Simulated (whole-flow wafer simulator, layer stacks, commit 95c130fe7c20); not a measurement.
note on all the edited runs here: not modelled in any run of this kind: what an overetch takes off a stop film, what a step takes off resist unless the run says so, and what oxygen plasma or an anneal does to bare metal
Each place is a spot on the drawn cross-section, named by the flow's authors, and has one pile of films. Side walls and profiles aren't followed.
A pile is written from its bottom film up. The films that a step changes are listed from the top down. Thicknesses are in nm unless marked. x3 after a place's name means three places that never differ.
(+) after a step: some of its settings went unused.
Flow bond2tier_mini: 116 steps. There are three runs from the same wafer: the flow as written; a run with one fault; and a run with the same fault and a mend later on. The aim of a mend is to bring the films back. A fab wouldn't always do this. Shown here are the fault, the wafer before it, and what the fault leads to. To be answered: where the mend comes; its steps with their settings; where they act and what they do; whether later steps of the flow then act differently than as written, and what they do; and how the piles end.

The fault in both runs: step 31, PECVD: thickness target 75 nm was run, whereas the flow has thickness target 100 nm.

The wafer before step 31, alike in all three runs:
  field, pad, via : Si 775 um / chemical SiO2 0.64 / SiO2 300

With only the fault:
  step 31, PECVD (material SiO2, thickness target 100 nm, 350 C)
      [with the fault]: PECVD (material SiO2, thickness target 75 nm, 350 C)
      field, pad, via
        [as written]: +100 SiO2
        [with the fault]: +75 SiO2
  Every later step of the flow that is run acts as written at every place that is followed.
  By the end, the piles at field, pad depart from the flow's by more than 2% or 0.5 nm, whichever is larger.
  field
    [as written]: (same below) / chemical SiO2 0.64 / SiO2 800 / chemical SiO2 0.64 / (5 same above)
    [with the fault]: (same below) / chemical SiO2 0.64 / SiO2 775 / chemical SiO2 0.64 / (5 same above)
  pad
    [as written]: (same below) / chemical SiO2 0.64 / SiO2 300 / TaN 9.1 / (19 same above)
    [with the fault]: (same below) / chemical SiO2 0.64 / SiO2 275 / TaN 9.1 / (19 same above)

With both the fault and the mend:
  After step 36 comes the mend.
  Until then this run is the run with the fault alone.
  step 36a, STRIP (chemistry O2, over-ash 100%) (+)
      field
        -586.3 KrF resist (all of it)
  step 36b, PECVD (material SiO2, thickness target 25 nm, 350 C) (the flow's step 31, run once more with other settings)
      field, pad, via
        +25 SiO2
  step 36c, COAT (KrF resist, thickness 600 nm) (the flow's step 32, run once more)
      field, pad, via
        +600 KrF resist (new film)
  step 36d, SOFTBAKE (KrF resist) (the flow's step 33, run once more)
      alters no film at any place that is followed
  step 36e, EXPOSE (photomask APAD, NA 0.6) (the flow's step 34, run once more)
      alters no film at any place that is followed
  step 36f, PEB (KrF resist) (the flow's step 35, run once more)
      alters no film at any place that is followed
  step 36g, DEVELOP (developer TMAH-0.26N, 60 s) (the flow's step 36, run once more)
      pad, via
        -600 KrF resist (all of it)
      field
        -13.7 KrF resist
  Every later step of the flow that is run acts as written at every place that is followed.
  At every place that both follow, the piles at the end match the flow's.
